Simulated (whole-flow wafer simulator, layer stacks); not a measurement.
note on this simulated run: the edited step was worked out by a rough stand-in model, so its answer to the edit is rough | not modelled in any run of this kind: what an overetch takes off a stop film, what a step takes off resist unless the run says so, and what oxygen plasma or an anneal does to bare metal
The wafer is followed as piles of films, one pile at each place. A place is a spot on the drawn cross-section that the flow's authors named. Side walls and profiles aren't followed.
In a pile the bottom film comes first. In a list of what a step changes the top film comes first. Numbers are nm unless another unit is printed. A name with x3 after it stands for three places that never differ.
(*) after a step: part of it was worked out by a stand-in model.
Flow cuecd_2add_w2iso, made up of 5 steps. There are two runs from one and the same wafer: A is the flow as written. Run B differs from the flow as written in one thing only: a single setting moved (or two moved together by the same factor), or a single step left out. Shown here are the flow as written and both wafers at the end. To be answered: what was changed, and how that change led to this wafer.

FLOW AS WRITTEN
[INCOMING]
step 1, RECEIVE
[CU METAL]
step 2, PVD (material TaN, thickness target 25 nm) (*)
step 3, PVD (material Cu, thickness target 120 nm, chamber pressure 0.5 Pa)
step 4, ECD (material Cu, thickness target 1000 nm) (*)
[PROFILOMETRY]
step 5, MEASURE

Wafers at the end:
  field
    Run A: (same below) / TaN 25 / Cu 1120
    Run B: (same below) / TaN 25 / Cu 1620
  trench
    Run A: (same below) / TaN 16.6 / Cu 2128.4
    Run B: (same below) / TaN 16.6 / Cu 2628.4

The reason: step 4, ECD: thickness target 1500 nm was run, while the flow as written has thickness target 1000 nm.

Step by step, how the change led to this:
  step 4, ECD (material Cu, thickness target 1000 nm) (*)
      field: A Cu gains 1000 | B Cu gains 1500
      trench: A Cu gains 2047.6 | B Cu gains 2547.6
